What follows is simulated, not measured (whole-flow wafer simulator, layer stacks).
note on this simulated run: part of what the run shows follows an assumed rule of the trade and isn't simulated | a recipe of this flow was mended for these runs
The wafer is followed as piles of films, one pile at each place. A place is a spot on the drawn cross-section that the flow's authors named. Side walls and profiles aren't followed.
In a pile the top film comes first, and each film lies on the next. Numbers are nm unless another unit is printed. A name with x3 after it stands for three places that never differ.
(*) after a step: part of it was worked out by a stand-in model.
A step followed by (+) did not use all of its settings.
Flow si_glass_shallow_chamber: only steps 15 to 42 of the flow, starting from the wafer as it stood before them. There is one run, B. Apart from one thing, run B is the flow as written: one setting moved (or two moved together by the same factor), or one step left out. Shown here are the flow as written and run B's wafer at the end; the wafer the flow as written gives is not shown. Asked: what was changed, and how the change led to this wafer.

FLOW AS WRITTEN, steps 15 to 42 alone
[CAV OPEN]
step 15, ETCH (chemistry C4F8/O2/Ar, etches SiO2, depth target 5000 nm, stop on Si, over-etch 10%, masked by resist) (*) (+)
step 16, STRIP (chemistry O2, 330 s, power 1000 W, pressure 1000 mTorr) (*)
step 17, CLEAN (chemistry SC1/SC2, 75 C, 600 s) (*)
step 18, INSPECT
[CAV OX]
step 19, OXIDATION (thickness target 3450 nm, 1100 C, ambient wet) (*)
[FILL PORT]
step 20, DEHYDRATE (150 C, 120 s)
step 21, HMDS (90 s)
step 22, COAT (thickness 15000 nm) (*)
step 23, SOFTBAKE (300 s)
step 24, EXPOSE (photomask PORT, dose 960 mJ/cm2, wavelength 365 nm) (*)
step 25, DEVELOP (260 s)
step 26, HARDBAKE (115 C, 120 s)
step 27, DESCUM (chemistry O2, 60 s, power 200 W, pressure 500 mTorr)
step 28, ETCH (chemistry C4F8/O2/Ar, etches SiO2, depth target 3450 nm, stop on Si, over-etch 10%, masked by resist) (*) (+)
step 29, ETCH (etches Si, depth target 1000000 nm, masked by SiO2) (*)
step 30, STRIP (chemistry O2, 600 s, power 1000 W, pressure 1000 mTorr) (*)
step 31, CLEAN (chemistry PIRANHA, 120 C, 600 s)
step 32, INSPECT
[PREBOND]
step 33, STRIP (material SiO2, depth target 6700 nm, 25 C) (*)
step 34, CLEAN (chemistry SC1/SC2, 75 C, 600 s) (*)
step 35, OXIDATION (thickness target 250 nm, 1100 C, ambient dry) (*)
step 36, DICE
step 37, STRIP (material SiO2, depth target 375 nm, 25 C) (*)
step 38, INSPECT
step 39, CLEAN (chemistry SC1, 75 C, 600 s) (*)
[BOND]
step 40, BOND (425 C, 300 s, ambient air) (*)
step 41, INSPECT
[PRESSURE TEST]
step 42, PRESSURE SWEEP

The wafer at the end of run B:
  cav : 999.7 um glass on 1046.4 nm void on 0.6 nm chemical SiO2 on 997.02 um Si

Cause: step 15, ETCH: depth target 4640 nm was run, whereas the flow has depth target 5000 nm.

Step by step, how the change led to this:
  step 15, ETCH (chemistry C4F8/O2/Ar, etches SiO2, depth target 5000 nm, stop on Si, over-etch 10%, masked by resist) (*) (+)
      rim, ramp, septum, ring: -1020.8 thick-i-line-resist (as written it would have been: -1100 thick-i-line-resist)
      cav, port: -5000 SiO2 (all of it), -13 Si (as written it would have been: -5000 SiO2 (all of it), -62.5 Si)
  step 22, COAT (thickness 15000 nm) (*)
      rim: +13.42 um thick-i-line-resist (new film) (as written it would have been: +13.4 um thick-i-line-resist (new film))
      ramp: +12.92 um thick-i-line-resist (new film) (as written it would have been: +12.89 um thick-i-line-resist (new film))
      (also at 1 further place)
  step 25, DEVELOP (260 s)
      port: -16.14 um thick-i-line-resist (all of it) (as written it would have been: -16.16 um thick-i-line-resist (all of it))
  step 29, ETCH (etches Si, depth target 1000000 nm, masked by SiO2) (*)
      rim, ramp: -11.51 um thick-i-line-resist (all of it), -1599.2 SiO2 (as written it would have been: -11.47 um thick-i-line-resist (all of it), -1617.3 SiO2)
      port: +997.1 um hole (new film), -997.1 um Si (all of it) (as written it would have been: +997.05 um hole (new film), -997.05 um Si (all of it))
      (also at 1 further place)
  step 30, STRIP (chemistry O2, 600 s, power 1000 W, pressure 1000 mTorr) (*)
      cav: -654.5 thick-i-line-resist (all of it) (as written it would have been: -669.6 thick-i-line-resist (all of it))
  step 40, BOND (425 C, 300 s, ambient air) (*)
      cav: +999.7 um glass (new film), +1046.4 void (new film) (as written it would have been: +999.7 um glass (new film), +1095.9 void (new film))
      port: +999.7 um glass (new film), +967.8 hole (as written it would have been: +999.7 um glass (new film), +1017.3 hole)
